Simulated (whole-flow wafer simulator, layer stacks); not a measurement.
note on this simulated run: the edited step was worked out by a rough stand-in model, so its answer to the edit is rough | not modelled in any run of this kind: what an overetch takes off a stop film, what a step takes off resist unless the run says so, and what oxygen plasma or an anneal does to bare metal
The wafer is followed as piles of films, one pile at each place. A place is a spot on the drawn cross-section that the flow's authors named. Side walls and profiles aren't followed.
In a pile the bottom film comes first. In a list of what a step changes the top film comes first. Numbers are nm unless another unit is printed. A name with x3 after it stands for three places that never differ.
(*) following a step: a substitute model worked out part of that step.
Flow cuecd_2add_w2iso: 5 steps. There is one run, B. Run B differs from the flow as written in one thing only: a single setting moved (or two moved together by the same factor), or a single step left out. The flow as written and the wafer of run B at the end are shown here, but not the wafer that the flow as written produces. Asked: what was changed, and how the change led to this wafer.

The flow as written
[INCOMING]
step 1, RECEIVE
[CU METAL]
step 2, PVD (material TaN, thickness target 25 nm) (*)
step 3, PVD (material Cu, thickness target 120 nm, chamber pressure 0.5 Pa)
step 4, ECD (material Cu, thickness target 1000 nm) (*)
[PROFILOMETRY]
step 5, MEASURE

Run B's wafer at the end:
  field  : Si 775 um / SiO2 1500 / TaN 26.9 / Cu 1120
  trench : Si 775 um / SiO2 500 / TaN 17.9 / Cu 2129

Cause: step 2, PVD: thickness target 26.9 nm was run, whereas the flow has thickness target 25 nm.
The wafer lets one read it off: field has TaN 26.9, and step 2 as written asks for 25 nm.

How this came from the change, step by step:
  step 2, PVD (material TaN, thickness target 25 nm) (*)
      field: TaN gains 26.9 (new film) (as written it would have been: TaN gains 25 (new film))
      trench: TaN gains 17.9 (new film) (as written it would have been: TaN gains 16.6 (new film))
